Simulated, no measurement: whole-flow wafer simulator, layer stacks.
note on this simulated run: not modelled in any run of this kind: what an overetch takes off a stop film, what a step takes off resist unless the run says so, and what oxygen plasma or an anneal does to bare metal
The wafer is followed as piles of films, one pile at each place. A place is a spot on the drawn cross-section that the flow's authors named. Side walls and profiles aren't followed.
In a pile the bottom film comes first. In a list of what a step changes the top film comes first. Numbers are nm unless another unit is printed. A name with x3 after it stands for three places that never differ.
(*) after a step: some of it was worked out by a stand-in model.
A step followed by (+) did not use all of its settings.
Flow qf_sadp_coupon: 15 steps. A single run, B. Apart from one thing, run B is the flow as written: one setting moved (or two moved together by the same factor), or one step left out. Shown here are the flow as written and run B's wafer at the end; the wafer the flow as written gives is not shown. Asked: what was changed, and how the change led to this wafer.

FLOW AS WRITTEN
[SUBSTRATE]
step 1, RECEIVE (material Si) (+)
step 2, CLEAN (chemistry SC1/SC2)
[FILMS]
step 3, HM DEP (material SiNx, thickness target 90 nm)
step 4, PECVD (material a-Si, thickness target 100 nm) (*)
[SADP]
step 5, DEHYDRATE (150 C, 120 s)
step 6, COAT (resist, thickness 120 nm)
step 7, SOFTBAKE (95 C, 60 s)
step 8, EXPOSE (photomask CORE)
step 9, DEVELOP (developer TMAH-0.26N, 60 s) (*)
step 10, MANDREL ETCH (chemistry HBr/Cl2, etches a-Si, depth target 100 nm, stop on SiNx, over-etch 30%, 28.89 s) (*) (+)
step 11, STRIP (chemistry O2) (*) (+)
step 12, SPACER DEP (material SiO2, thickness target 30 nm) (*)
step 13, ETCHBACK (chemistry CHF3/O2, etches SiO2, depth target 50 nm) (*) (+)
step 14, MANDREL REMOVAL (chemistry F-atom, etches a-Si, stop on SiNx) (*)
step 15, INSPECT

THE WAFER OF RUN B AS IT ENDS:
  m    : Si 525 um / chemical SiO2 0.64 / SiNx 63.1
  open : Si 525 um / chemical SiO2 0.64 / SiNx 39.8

Cause: step 3, HM DEP: thickness target 63.1 nm was run, whereas the flow has thickness target 90 nm.
The wafer itself shows it: m has SiNx 63.1, and step 3 as written asks for 90 nm.

Step by step, how the change led to this:
  step 3, HM DEP (material SiNx, thickness target 90 nm)
      m, open: SiNx gains 63.1 (new film) (in the flow as written it would be: SiNx gains 90 (new film))
